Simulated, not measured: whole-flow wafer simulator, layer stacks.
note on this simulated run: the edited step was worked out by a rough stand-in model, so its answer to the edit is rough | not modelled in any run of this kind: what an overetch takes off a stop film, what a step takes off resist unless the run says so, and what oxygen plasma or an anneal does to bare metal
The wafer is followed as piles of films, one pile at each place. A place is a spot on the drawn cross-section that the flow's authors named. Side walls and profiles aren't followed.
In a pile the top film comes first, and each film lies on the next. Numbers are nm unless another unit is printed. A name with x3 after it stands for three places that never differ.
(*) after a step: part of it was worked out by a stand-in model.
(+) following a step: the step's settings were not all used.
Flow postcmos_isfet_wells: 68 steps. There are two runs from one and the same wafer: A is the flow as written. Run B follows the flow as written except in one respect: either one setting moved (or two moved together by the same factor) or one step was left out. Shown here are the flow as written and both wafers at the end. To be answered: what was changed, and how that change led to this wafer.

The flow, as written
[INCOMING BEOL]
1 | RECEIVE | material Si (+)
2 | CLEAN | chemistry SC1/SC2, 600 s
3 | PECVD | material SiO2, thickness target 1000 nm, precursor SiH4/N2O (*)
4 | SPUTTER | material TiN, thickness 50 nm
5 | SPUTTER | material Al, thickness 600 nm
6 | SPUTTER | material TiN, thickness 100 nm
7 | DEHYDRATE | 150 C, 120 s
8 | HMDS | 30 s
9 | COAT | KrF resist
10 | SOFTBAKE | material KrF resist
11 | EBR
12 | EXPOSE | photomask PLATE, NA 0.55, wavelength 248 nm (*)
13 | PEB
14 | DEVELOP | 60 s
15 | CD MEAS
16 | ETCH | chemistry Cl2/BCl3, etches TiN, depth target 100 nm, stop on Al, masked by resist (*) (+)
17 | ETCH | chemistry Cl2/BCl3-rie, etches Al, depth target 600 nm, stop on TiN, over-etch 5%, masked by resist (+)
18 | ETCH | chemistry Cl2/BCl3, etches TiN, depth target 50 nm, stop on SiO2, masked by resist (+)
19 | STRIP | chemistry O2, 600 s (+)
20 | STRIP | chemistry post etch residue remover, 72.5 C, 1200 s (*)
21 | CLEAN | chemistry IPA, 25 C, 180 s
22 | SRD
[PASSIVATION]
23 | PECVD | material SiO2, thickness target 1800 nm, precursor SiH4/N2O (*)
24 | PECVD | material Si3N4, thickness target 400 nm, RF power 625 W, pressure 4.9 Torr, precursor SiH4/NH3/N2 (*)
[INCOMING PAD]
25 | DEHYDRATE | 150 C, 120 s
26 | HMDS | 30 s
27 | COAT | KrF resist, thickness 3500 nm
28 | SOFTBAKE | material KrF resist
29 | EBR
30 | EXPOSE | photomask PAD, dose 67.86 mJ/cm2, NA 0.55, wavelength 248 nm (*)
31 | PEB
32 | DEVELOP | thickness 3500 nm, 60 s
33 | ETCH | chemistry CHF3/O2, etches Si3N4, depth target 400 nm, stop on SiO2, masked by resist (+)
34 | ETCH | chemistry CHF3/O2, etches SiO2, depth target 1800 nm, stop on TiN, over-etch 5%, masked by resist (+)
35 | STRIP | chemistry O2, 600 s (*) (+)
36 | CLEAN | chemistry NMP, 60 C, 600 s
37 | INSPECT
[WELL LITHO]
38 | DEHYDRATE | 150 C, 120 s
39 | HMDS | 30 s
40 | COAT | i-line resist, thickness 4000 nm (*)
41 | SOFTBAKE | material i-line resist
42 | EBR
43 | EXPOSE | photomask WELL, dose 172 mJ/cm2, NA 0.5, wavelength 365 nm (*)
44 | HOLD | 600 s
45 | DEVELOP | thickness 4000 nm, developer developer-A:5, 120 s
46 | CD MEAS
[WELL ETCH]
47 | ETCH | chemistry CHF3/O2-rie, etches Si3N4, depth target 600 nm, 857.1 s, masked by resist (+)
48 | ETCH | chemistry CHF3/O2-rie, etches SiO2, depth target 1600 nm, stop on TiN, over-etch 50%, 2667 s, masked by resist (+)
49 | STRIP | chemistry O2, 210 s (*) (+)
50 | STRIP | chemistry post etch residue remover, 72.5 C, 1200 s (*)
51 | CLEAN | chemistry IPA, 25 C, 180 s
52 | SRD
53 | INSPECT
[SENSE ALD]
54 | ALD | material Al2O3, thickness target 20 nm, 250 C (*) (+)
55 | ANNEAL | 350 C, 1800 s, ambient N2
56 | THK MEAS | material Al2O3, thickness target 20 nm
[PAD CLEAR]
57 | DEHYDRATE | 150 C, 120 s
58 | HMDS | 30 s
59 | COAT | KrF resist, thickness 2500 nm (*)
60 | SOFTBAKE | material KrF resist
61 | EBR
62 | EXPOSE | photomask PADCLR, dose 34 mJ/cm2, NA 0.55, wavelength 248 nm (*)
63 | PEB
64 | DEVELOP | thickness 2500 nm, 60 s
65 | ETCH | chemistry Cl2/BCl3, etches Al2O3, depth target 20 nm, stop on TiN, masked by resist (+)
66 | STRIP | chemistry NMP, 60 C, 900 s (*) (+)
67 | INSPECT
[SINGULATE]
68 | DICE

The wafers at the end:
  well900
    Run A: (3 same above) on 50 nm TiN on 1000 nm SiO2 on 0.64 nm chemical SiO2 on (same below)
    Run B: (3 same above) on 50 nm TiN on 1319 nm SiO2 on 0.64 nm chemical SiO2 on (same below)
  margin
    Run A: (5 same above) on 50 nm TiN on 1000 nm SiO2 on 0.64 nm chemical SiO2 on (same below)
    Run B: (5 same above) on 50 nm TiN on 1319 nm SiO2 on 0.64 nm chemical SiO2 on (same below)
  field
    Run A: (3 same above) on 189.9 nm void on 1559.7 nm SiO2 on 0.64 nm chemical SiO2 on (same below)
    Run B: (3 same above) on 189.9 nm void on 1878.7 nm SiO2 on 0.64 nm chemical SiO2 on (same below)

The reason: step 3, PECVD: thickness target 1319 nm was run, while the flow as written has thickness target 1000 nm.
The wafer itself shows it: well900 has SiO2 1319, and step 3 as written asks for 1000 nm.

Step by step, how the change led to this:
  3 | PECVD | material SiO2, thickness target 1000 nm, precursor SiH4/N2O (*)
      field, margin, well900, well1300 x3, pad_rim, pad_clr, pad_open: A +1000 SiO2 (new film) | B +1319 SiO2 (new film)
